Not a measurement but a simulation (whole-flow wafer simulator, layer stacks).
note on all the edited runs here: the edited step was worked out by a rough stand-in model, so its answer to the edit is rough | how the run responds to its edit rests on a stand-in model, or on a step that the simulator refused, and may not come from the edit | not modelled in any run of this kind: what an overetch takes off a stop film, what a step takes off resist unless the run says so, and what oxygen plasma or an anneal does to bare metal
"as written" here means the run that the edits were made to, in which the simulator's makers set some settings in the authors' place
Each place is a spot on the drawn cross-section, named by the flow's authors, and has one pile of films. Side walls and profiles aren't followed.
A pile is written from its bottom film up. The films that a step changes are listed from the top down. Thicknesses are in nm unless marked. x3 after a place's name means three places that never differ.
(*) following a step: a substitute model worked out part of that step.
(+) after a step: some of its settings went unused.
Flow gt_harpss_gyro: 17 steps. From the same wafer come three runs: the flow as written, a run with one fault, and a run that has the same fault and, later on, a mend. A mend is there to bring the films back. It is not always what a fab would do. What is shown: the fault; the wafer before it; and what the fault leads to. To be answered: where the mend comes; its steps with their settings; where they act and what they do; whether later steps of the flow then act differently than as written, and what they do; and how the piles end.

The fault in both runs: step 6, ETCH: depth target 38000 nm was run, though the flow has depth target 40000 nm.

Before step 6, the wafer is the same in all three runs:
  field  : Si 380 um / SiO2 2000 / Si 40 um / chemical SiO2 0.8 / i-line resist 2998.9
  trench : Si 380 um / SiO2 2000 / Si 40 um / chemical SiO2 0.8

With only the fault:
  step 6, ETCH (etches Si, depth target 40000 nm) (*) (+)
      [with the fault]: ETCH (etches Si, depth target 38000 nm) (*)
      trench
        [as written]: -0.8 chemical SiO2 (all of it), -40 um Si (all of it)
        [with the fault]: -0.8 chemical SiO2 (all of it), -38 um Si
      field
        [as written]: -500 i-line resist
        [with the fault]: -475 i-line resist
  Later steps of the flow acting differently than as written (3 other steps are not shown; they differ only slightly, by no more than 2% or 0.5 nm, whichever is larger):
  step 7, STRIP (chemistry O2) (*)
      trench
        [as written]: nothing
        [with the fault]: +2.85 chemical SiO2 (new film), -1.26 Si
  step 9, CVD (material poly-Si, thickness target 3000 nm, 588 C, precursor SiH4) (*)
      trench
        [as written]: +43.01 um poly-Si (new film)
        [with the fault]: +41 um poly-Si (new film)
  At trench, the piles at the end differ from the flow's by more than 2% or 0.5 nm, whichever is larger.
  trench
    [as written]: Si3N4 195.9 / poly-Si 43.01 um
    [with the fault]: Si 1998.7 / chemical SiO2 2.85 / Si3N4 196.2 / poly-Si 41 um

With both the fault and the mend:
  The mend stands after step 6.
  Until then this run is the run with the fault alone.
  step 6a, ETCH (etches Si, depth target 2000 nm) (*) (+) (a further turn of the flow's step 6, with different settings)
      field
        -25 i-line resist
      trench
        -1999.9 Si (all of it)
  None of the later steps of the flow acts differently than as written at any place that is followed.
  By the end, the piles equal the flow's at every place that both follow.
